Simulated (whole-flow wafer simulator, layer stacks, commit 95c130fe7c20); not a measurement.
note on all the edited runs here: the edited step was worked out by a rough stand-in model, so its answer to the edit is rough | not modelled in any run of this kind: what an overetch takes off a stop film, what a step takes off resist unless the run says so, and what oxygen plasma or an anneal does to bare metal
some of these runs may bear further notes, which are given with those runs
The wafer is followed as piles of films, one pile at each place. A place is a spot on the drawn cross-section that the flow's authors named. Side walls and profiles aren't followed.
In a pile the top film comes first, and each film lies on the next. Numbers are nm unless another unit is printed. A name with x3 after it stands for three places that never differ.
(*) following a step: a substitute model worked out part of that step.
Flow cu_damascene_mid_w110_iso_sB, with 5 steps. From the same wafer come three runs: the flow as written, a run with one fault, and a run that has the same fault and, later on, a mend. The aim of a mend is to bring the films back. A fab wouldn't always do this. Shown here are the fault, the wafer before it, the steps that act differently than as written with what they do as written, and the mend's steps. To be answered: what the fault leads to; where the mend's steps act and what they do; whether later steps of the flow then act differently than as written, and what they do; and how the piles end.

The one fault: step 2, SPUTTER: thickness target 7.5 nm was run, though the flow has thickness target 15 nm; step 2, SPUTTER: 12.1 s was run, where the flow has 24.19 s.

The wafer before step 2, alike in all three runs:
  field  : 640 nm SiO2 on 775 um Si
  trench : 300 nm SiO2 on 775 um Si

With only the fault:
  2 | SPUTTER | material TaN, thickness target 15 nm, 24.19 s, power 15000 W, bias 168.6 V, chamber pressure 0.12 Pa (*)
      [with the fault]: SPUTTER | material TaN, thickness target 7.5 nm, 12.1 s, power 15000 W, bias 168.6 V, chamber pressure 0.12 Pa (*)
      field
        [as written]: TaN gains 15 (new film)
        [with the fault]: TaN gains 7.5 (new film)
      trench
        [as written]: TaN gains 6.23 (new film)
        [with the fault]: TaN gains 3.12 (new film)
  Steps further on in the flow that do not act as written (2 other steps are not shown; they differ only slightly, by no more than 2% or 0.5 nm, whichever is larger):
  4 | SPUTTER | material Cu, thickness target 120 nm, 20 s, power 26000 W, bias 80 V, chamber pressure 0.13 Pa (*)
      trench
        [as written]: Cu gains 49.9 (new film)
        [with the fault]: Cu gains 51.2 (new film)
  The piles end different from the flow's at field, trench by more than 2% or 0.5 nm, whichever is larger.
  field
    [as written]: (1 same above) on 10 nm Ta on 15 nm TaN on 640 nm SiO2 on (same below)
    [with the fault]: (1 same above) on 10 nm Ta on 7.5 nm TaN on 640 nm SiO2 on (same below)
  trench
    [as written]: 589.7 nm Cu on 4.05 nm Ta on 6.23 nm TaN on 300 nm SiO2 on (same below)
    [with the fault]: 585.2 nm Cu on 4.14 nm Ta on 3.12 nm TaN on 300 nm SiO2 on (same below)

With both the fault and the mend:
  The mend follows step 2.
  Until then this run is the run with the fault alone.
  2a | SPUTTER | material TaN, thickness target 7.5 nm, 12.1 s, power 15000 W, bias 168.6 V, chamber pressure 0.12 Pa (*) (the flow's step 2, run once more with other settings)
      field
        TaN gains 7.5
      trench
        TaN gains 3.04
  Later steps of the flow that are run all act as written at every place that is followed, up to a difference of at most 2% or 0.5 nm, whichever is larger.
  When the end is reached, the piles differ only a little from the flow's at the places that both follow, at most by 2% or 0.5 nm, whichever is larger.
